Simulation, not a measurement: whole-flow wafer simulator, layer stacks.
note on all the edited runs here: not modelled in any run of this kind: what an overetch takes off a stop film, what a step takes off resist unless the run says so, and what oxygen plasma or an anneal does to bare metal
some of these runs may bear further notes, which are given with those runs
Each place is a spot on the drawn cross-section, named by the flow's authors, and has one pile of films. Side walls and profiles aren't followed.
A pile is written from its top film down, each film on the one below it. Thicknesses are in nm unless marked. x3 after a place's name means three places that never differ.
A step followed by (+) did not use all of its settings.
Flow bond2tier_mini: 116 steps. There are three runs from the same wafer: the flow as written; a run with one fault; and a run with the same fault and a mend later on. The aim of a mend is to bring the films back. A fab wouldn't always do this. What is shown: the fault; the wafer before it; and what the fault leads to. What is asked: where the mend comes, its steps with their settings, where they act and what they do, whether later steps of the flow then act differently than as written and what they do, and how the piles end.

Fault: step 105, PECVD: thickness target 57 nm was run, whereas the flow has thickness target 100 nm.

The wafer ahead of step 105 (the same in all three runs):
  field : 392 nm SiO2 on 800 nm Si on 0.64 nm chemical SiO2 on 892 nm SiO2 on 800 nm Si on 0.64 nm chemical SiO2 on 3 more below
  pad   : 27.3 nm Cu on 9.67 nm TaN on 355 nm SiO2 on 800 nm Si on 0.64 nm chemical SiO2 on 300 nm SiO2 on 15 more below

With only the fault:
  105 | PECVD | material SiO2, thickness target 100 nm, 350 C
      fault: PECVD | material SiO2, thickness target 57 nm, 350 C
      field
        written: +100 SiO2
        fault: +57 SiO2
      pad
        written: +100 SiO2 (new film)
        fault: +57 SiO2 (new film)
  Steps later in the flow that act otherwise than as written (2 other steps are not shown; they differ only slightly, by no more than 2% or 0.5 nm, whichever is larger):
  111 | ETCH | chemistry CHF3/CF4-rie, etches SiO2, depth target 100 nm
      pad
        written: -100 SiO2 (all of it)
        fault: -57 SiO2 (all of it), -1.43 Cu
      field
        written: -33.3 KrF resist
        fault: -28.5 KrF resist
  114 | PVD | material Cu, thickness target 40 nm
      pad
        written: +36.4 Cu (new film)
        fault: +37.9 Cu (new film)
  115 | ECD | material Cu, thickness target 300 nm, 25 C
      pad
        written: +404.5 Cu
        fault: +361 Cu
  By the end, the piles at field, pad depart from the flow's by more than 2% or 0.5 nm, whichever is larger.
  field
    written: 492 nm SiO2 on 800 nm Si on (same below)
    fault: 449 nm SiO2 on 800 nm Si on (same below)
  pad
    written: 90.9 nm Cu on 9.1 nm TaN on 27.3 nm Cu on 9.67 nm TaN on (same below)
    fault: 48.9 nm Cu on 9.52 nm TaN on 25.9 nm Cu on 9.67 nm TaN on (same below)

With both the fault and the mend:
  The mend stands after step 110.
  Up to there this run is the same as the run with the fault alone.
  110a | STRIP | chemistry O2, over-ash 100% (+)
      field
        -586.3 KrF resist (all of it)
  110b | PECVD | material SiO2, thickness target 43 nm, 350 C (a further turn of the flow's step 105, with different settings)
      field, pad
        +43 SiO2
  110c | COAT | KrF resist, thickness 600 nm (a further turn of the flow's step 106)
      field, pad
        +600 KrF resist (new film)
  110d | SOFTBAKE | KrF resist (a further turn of the flow's step 107)
      alters no film at any place that is followed
  110e | EXPOSE | photomask T3PAD, NA 0.6 (a further turn of the flow's step 108)
      alters no film at any place that is followed
  110f | PEB | KrF resist (a further turn of the flow's step 109)
      alters no film at any place that is followed
  110g | DEVELOP | developer TMAH-0.26N, 60 s (a further turn of the flow's step 110)
      field
        -13.7 KrF resist
      pad
        -600 KrF resist (all of it)
  Every later step of the flow that is run acts as written at every place that is followed.
  At every place that both follow, the piles at the end match the flow's.
